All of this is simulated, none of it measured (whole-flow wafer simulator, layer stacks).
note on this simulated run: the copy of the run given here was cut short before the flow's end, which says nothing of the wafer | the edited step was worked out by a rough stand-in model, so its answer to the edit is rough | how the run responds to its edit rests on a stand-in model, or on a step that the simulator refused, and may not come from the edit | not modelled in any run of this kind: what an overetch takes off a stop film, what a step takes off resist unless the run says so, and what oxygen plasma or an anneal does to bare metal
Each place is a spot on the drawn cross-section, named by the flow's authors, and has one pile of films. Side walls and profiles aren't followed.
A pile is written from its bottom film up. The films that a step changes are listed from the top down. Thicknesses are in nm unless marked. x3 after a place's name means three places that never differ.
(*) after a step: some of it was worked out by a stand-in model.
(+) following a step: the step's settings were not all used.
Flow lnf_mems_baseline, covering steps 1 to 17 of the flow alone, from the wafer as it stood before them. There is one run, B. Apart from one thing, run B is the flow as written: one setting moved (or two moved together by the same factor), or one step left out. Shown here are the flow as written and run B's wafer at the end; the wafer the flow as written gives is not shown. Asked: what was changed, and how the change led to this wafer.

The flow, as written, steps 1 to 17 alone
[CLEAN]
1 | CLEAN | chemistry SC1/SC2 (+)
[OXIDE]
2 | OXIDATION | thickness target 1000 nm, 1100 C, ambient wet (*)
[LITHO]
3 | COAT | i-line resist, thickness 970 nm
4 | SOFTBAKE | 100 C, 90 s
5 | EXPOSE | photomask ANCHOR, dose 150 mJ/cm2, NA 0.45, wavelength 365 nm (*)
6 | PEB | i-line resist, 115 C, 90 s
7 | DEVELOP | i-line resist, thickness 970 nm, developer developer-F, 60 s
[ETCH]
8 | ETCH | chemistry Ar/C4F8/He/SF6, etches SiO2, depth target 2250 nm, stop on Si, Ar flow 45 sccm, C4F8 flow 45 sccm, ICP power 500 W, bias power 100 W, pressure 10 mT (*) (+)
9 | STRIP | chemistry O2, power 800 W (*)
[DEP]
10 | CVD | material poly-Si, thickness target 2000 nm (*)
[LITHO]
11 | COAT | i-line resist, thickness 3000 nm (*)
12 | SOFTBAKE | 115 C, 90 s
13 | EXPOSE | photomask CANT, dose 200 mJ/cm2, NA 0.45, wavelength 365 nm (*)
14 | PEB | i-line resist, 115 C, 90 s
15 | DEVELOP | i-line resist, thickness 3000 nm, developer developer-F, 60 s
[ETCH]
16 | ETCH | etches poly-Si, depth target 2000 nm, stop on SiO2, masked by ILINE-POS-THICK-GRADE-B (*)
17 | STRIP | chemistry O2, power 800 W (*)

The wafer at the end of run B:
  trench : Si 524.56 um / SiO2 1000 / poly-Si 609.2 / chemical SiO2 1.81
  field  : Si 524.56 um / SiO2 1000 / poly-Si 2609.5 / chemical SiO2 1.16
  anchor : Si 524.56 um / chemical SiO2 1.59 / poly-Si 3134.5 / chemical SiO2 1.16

The reason: step 10, CVD: thickness target 2610 nm was run, whereas the flow has thickness target 2000 nm.

The path from the change to this, step by step:
  10 | CVD | material poly-Si, thickness target 2000 nm (*)
      field, beam, trench, char_slit: poly-Si gains 2610 (new film) (as written it would have been: poly-Si gains 2000 (new film))
      anchor: poly-Si gains 3135 (new film) (as written it would have been: poly-Si gains 2322 (new film))
  11 | COAT | i-line resist, thickness 3000 nm (*)
      anchor: i-line resist gains 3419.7 (new film) (as written it would have been: i-line resist gains 3611.6 (new film))
  12 | SOFTBAKE | 115 C, 90 s
      field: i-line resist loses 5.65 (as written it would have been: i-line resist loses 6.66)
      anchor: i-line resist gains 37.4 (as written it would have been: i-line resist gains 45.4)
      (also at 2 further places)
  14 | PEB | i-line resist, 115 C, 90 s
      anchor: i-line resist loses 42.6 (as written it would have been: i-line resist loses 46.1)
  16 | ETCH | etches poly-Si, depth target 2000 nm, stop on SiO2, masked by ILINE-POS-THICK-GRADE-B (*)
      trench, char_slit: poly-Si loses 2000 (as written it would have been: poly-Si loses 2000 (all of it))
  17 | STRIP | chemistry O2, power 800 W (*)
      trench, char_slit: chemical SiO2 gains 1.81 (new film), poly-Si loses 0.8 (as written it would have been: nothing)
      anchor: chemical SiO2 gains 1.16 (new film), i-line resist loses 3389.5 (all of it), poly-Si loses 0.51 (as written it would have been: chemical SiO2 gains 1.17 (new film), i-line resist loses 3585.8 (all of it), poly-Si loses 0.52)
